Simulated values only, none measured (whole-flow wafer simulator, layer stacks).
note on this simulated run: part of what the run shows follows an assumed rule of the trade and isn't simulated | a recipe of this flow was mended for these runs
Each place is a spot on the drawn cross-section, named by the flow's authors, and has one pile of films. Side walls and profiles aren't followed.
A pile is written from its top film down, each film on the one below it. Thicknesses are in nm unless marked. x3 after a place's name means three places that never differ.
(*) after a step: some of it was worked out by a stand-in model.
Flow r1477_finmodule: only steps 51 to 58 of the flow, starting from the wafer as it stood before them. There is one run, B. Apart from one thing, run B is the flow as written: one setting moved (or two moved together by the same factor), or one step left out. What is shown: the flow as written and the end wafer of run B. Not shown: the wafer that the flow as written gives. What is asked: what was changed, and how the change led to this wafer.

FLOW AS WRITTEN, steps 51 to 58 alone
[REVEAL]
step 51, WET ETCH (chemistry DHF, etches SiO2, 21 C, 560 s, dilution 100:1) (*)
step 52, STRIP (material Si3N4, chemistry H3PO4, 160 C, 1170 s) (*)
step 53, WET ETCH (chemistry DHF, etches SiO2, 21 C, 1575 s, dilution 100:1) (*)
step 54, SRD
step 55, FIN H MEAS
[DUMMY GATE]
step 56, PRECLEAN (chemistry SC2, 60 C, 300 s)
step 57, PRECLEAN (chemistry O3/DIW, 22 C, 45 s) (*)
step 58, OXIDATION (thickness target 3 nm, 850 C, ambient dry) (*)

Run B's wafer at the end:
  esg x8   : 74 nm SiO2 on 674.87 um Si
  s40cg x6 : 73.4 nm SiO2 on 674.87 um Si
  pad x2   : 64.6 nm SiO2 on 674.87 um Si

Cause: step 51, WET ETCH: 679 s was run, whereas the flow has 560 s.

How this came from the change, step by step:
  step 51, WET ETCH (chemistry DHF, etches SiO2, 21 C, 560 s, dilution 100:1) (*)
      esg x8, s40cg x6, s40sg x6: SiO2 loses 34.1 (it would be, as written: SiO2 loses 28.1)
      pad x2: SiO2 loses 36.9 (it would be, as written: SiO2 loses 30.5)
